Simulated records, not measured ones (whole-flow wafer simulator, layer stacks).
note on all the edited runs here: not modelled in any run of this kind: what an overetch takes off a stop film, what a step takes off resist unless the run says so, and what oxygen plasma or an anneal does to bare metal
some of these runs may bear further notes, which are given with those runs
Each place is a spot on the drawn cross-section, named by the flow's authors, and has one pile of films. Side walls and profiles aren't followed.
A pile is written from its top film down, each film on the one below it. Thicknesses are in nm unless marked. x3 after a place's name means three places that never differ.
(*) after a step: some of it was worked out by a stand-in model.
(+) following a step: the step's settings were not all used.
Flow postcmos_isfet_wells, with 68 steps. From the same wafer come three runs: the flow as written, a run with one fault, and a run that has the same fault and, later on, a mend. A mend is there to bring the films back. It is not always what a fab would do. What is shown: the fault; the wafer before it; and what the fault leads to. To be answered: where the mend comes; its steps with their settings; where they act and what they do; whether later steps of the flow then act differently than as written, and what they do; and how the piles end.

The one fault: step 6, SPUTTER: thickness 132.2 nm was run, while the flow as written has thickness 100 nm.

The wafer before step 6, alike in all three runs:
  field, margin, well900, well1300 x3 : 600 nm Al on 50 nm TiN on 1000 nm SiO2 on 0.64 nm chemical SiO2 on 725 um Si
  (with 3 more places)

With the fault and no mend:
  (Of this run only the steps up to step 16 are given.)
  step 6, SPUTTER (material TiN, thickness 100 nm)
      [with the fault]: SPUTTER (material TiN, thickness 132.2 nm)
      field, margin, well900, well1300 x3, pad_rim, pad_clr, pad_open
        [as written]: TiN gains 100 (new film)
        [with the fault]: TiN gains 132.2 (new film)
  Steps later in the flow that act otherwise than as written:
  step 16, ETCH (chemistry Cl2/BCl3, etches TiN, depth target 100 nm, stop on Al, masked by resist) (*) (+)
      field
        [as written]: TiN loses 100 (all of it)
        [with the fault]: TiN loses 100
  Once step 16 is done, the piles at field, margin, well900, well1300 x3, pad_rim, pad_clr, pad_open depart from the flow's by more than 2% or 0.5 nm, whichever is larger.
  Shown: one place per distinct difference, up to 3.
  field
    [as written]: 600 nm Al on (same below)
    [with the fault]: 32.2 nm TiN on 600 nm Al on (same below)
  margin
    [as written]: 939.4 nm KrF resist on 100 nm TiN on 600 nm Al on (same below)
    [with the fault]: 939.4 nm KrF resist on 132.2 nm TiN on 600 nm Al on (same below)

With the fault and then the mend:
  The mend stands after step 6.
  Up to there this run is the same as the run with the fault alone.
  step 6a, ETCH (chemistry peroxide tin strip, depth target 152 nm)
      field, margin, well900, well1300 x3, pad_rim, pad_clr, pad_open
        TiN loses 132.2 (all of it)
  step 6b, SPUTTER (material TiN, thickness 100 nm) (the flow's step 6 again)
      field, margin, well900, well1300 x3, pad_rim, pad_clr, pad_open
        TiN gains 100 (new film)
  Every later step of the flow that is run acts as written at every place that is followed.
  At every place that both follow, the piles at the end match the flow's.
